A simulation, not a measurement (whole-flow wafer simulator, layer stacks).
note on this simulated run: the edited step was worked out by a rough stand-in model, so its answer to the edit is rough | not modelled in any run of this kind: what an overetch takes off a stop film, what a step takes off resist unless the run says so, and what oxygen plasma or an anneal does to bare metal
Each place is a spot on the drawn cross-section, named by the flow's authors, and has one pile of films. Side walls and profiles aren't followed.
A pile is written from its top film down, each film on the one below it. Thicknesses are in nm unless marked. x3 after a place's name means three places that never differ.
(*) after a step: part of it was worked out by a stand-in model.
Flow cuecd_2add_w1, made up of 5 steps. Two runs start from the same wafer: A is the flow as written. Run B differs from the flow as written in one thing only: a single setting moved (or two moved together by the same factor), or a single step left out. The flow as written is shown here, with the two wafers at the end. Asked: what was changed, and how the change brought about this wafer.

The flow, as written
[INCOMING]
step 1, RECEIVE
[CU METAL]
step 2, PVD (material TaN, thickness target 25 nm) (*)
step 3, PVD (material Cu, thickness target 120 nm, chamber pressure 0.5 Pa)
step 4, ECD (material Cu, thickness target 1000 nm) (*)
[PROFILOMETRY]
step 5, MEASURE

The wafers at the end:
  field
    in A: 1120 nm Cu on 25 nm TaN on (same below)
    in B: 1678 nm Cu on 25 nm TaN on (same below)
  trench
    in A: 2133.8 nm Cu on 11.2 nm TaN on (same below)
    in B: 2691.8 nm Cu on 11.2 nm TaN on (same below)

Cause: step 4, ECD: thickness target 1558 nm was run, whereas the flow has thickness target 1000 nm.

How this came from the change, step by step:
  step 4, ECD (material Cu, thickness target 1000 nm) (*)
      field: A +1000 Cu | B +1558 Cu
      trench: A +2080.2 Cu | B +2638.2 Cu
